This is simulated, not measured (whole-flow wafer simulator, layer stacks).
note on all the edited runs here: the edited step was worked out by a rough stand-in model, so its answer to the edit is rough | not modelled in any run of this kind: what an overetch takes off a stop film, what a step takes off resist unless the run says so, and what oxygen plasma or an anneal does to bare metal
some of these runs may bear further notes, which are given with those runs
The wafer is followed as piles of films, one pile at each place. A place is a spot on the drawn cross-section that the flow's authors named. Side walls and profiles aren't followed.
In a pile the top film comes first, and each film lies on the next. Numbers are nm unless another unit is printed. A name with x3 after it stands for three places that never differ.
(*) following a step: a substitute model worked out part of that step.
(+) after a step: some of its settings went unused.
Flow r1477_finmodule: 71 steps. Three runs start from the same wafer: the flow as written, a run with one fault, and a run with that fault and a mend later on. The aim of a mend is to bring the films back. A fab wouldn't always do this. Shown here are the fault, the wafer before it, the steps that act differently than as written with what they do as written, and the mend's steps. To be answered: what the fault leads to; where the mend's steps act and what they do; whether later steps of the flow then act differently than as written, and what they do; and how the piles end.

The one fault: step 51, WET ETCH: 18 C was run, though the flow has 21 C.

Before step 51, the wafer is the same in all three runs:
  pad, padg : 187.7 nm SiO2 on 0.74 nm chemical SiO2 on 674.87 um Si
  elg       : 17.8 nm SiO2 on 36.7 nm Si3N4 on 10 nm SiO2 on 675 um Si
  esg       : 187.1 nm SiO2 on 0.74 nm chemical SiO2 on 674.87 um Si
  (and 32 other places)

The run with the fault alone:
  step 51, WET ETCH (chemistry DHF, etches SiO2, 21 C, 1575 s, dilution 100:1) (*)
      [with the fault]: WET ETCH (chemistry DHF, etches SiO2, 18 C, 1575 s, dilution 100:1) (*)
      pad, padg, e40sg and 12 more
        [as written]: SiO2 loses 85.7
        [with the fault]: SiO2 loses 75.7
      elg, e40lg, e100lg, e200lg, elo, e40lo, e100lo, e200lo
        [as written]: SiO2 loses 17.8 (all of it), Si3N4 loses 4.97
        [with the fault]: SiO2 loses 17.8 (all of it), Si3N4 loses 3.89
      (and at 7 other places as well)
  Later steps of the flow acting differently than as written (not shown: 1 more step that differs only slightly, by at most 2% or 0.5 nm, whichever is larger):
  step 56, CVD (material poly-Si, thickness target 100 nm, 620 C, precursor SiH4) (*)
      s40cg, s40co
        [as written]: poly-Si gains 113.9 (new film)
        [with the fault]: poly-Si gains 104.7 (new film)
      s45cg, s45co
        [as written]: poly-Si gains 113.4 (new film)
        [with the fault]: poly-Si gains 104.2 (new film)
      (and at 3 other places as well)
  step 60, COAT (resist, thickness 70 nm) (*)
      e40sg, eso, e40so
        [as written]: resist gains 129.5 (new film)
        [with the fault]: resist gains 121 (new film)
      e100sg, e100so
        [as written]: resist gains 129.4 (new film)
        [with the fault]: resist gains 121 (new film)
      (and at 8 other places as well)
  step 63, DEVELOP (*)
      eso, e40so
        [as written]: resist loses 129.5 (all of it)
        [with the fault]: resist loses 121 (all of it)
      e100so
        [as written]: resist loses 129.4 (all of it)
        [with the fault]: resist loses 121 (all of it)
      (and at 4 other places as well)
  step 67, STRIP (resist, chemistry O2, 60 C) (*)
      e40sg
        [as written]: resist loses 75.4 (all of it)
        [with the fault]: resist loses 66.9 (all of it)
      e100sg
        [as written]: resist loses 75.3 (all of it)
        [with the fault]: resist loses 66.9 (all of it)
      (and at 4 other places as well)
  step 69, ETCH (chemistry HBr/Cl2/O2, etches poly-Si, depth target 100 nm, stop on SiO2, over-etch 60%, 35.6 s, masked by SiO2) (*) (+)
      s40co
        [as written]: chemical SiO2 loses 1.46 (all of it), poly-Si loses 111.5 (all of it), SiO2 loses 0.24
        [with the fault]: chemical SiO2 loses 1.41 (all of it), poly-Si loses 102.3 (all of it), SiO2 loses 0.29
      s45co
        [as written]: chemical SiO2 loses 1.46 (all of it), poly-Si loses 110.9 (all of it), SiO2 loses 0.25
        [with the fault]: chemical SiO2 loses 1.41 (all of it), poly-Si loses 101.8 (all of it), SiO2 loses 0.29
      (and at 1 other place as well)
  The piles end different from the flow's at pad, padg, elg and 27 more by more than 2% or 0.5 nm, whichever is larger.
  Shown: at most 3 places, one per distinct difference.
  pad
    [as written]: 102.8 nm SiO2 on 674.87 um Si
    [with the fault]: 112.8 nm SiO2 on 674.87 um Si
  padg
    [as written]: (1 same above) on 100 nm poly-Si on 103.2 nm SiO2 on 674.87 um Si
    [with the fault]: (1 same above) on 100 nm poly-Si on 113.2 nm SiO2 on 674.87 um Si
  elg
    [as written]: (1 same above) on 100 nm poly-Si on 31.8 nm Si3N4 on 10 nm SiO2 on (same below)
    [with the fault]: (1 same above) on 100 nm poly-Si on 32.8 nm Si3N4 on 10 nm SiO2 on (same below)

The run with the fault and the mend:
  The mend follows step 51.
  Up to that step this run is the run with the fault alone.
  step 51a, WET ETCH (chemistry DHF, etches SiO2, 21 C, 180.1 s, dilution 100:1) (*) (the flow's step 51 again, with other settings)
      pad, padg, e40sg and 12 more
        SiO2 loses 9.8
      elg, e40lg, e100lg, e200lg, elo, e40lo, e100lo, e200lo
        Si3N4 loses 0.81
      esg, s40cg, s45cg, s50cg, s40co, s45co, s50co
        SiO2 loses 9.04
  Every later step of the flow that is run acts as written, at every place that is followed, to within 2% or 0.5 nm, whichever is larger.
  The piles end only slightly different from the flow's at the places that both follow, by no more than 2% or 0.5 nm, whichever is larger.
